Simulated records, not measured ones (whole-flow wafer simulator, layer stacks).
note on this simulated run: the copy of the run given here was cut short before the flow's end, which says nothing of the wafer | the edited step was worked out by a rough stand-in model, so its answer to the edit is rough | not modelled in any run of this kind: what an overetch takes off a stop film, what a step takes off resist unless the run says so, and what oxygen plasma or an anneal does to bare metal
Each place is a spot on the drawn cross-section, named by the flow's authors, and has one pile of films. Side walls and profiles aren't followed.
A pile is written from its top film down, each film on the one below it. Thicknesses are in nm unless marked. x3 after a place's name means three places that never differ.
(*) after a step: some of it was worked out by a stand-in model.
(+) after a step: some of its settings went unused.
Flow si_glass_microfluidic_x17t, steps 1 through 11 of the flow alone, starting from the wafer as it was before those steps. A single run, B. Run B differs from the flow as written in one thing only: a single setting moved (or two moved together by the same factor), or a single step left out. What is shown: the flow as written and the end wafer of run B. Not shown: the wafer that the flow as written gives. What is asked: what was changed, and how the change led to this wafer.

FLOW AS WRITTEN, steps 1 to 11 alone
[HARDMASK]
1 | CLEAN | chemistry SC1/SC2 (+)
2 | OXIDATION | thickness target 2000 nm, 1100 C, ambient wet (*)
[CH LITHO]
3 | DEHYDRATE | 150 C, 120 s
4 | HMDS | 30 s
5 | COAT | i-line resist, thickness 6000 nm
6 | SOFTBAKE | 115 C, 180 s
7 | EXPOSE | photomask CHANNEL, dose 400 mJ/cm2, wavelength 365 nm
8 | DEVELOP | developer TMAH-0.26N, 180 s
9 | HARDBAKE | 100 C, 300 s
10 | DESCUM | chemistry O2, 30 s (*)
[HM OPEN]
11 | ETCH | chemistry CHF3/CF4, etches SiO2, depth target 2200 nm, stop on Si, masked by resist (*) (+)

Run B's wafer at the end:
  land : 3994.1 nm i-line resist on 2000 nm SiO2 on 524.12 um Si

What caused this: step 11, ETCH: depth target 2365 nm was run, though the flow has depth target 2200 nm.

How this came from the change, step by step:
  11 | ETCH | chemistry CHF3/CF4, etches SiO2, depth target 2200 nm, stop on Si, masked by resist (*) (+)
      land: -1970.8 i-line resist (in the flow as written it would be: -1833.3 i-line resist)
